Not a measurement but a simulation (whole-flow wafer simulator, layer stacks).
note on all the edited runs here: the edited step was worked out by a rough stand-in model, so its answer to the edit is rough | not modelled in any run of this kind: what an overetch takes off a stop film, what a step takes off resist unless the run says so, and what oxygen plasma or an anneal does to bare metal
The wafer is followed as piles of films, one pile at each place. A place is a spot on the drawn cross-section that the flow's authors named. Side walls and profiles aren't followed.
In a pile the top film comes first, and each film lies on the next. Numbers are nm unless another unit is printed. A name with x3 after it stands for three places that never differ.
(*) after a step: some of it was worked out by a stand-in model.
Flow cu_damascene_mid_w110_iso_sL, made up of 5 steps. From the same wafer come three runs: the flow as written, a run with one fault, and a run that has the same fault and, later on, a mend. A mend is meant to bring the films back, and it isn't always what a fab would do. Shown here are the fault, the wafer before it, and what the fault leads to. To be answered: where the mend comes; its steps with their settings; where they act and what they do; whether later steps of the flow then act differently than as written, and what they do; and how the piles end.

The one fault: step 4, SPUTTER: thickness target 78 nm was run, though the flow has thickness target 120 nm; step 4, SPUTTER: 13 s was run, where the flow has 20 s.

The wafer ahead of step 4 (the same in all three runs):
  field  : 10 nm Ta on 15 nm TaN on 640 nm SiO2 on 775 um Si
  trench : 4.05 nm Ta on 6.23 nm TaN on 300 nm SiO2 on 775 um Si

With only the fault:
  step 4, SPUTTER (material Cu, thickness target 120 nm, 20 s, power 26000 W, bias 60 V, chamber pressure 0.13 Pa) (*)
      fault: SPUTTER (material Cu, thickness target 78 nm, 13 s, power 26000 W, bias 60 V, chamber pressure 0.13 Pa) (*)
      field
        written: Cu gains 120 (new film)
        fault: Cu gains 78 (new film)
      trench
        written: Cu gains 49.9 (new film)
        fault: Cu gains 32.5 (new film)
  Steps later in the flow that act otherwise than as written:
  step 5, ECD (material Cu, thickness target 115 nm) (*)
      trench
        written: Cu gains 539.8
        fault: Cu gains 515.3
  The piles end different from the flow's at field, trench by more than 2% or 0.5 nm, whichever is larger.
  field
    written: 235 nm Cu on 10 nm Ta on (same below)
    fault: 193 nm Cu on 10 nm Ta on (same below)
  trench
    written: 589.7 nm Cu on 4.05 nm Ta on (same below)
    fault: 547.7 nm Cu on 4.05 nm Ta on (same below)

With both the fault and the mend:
  After step 4 comes the mend.
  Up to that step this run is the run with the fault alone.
  step 4a, SPUTTER (material Cu, thickness target 42 nm, 7 s, power 26000 W, bias 60 V, chamber pressure 0.13 Pa) (*) (the flow's step 4, run once more with other settings)
      field
        Cu gains 42
      trench
        Cu gains 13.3
  None of the later steps of the flow differs from how it acts as written, at any place that is followed, by more than 2% or 0.5 nm, whichever is larger.
  By the end, the piles equal the flow's at every place that both follow.
